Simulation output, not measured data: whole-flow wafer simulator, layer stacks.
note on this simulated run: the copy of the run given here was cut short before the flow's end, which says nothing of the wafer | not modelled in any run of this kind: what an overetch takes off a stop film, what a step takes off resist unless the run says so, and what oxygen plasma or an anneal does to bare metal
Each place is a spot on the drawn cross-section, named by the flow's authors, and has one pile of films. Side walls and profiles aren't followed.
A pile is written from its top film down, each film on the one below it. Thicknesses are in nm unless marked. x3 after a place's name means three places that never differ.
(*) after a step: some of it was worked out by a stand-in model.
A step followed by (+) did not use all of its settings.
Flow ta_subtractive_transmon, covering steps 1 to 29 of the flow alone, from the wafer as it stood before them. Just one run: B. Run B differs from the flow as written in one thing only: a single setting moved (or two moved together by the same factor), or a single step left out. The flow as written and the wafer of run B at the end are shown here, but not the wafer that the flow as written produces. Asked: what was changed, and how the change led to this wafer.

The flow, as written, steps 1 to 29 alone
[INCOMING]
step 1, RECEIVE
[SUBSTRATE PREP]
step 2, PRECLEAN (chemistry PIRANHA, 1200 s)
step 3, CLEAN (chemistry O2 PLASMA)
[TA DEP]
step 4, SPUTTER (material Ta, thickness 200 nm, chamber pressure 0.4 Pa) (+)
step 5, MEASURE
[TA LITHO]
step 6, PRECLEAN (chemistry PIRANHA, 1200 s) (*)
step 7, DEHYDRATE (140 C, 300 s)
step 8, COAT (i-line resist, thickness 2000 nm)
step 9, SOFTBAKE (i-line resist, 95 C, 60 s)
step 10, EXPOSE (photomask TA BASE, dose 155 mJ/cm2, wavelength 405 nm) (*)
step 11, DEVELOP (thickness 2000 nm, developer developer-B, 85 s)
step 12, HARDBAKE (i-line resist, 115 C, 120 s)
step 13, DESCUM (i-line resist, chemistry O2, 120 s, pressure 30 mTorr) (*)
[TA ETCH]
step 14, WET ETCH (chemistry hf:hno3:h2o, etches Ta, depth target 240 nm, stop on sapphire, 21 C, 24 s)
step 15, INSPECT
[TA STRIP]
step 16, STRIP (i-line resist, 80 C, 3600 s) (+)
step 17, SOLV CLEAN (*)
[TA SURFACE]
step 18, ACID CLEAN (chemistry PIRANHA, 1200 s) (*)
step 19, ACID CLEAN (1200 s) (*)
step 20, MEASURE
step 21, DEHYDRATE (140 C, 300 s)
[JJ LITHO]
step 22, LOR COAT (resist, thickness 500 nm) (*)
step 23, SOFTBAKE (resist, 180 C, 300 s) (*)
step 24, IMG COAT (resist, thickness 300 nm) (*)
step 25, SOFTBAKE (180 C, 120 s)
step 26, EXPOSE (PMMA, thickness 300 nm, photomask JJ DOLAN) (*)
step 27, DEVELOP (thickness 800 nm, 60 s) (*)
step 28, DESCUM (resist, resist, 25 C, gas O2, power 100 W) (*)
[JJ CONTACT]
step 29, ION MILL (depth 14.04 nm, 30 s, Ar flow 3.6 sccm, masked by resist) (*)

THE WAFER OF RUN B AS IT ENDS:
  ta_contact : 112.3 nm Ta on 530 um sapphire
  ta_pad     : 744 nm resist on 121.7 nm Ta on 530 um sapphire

The reason: step 4, SPUTTER: thickness 122 nm was run, whereas the flow has thickness 200 nm.

Step by step, how the change led to this:
  step 4, SPUTTER (material Ta, thickness 200 nm, chamber pressure 0.4 Pa) (+)
      field x2, jj_line, lead, ta_contact, ta_pad: Ta gains 122 (new film) (in the flow as written it would be: Ta gains 200 (new film))
  step 14, WET ETCH (chemistry hf:hno3:h2o, etches Ta, depth target 240 nm, stop on sapphire, 21 C, 24 s)
      field x2, jj_line, lead: Ta loses 122 (all of it) (in the flow as written it would be: Ta loses 200 (all of it))
  step 22, LOR COAT (resist, thickness 500 nm) (*)
      lead: resist gains 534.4 (new film) (in the flow as written it would be: resist gains 554.8 (new film))
      ta_contact: resist gains 464.5 (new film) (in the flow as written it would be: resist gains 443.8 (new film))
  step 24, IMG COAT (resist, thickness 300 nm) (*)
      ta_pad: resist gains 288.4 (in the flow as written it would be: resist gains 281.3)
  step 27, DEVELOP (thickness 800 nm, 60 s) (*)
      lead: resist loses 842 (all of it) (in the flow as written it would be: resist loses 867.4 (all of it))
      ta_contact: resist loses 757 (all of it) (in the flow as written it would be: resist loses 731.2 (all of it))
